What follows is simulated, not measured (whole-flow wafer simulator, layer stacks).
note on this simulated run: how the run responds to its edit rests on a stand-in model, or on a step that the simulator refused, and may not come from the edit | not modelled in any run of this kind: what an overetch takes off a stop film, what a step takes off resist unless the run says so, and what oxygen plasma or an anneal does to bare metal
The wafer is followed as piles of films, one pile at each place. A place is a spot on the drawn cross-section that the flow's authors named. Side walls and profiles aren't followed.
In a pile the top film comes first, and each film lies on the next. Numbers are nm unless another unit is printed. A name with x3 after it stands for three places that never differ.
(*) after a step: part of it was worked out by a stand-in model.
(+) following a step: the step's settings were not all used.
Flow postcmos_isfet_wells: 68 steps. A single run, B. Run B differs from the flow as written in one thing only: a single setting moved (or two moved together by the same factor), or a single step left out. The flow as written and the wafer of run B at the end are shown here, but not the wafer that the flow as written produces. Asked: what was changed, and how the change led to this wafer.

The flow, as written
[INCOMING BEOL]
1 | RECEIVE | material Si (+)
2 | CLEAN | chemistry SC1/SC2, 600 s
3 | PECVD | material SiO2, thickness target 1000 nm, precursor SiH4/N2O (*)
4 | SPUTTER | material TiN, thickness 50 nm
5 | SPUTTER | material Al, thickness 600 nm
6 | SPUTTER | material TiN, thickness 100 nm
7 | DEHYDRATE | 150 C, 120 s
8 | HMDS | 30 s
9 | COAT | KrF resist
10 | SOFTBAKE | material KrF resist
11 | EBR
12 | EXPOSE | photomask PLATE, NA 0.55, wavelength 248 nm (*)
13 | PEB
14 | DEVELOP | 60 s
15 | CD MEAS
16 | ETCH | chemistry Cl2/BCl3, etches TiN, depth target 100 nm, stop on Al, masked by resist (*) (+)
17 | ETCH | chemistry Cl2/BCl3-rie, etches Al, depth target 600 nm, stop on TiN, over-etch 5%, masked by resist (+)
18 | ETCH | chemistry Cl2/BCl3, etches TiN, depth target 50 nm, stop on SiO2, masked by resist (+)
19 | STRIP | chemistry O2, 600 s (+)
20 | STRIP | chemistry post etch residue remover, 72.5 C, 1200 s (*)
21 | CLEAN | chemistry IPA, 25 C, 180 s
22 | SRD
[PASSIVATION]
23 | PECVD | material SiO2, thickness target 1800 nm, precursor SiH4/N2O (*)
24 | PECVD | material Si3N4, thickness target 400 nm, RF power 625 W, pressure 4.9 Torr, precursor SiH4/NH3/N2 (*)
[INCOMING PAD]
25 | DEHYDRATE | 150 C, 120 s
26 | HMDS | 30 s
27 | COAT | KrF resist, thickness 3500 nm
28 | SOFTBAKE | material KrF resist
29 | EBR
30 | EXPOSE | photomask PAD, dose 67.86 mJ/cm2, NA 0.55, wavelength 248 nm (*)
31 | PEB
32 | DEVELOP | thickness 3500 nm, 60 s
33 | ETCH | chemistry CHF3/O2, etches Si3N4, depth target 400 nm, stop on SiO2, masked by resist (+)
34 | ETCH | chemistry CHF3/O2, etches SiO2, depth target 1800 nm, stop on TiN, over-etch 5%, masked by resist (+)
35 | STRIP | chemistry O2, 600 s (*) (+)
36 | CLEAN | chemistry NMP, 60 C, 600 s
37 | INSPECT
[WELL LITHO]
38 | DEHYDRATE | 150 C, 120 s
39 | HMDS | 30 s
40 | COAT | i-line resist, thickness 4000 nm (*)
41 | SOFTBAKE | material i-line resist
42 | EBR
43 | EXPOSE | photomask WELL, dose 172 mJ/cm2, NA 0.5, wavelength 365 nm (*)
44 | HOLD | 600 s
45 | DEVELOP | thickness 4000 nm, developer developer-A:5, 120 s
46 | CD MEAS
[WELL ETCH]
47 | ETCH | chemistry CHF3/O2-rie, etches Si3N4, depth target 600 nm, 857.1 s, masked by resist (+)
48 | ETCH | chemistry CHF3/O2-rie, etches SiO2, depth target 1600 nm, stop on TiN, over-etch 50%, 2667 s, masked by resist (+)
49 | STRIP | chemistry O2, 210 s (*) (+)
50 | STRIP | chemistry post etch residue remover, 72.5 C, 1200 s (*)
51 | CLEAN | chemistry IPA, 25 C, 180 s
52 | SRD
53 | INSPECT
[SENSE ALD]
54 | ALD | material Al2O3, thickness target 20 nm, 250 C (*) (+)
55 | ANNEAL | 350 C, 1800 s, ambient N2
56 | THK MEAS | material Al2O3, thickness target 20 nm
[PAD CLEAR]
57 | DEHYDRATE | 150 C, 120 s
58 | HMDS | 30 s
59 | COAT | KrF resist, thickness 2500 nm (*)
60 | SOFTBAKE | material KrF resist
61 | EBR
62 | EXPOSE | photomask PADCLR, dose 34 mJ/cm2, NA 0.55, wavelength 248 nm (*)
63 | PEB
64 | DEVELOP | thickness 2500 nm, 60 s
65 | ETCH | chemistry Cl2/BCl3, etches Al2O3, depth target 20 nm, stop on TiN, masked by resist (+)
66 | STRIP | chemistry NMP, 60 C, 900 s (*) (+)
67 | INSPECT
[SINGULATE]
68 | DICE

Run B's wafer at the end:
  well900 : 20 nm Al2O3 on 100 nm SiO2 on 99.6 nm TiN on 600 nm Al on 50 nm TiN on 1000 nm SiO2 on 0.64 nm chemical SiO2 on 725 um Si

What caused this: step 48, ETCH: depth target 1000 nm was run, while the flow as written has depth target 1600 nm; step 48, ETCH: 1667 s was run, where the flow has 2667 s.

Step by step, how the change led to this:
  48 | ETCH | chemistry CHF3/O2-rie, etches SiO2, depth target 1600 nm, stop on TiN, over-etch 50%, 2667 s, masked by resist (+)
      well900, well1300 x3: -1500 SiO2 (as written it would have been: -1600 SiO2 (all of it))
      field, margin, pad_rim, pad_clr, pad_open: -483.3 i-line resist (as written it would have been: -773.3 i-line resist)
  49 | STRIP | chemistry O2, 210 s (*) (+)
      field, margin, pad_rim: -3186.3 i-line resist (all of it) (as written it would have been: -2896.3 i-line resist (all of it))
      pad_clr: -2286.5 i-line resist (all of it) (as written it would have been: -1996.5 i-line resist (all of it))
      (also at 1 further place)
  59 | COAT | KrF resist, thickness 2500 nm (*)
      field: +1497 KrF resist (new film) (as written it would have been: +1449 KrF resist (new film))
      margin: +1496.9 KrF resist (new film) (as written it would have been: +1448.9 KrF resist (new film))
  66 | STRIP | chemistry NMP, 60 C, 900 s (*) (+)
      field: -1447.8 KrF resist (all of it) (as written it would have been: -1400.1 KrF resist (all of it))
      margin: -1447.7 KrF resist (all of it) (as written it would have been: -1400.1 KrF resist (all of it))
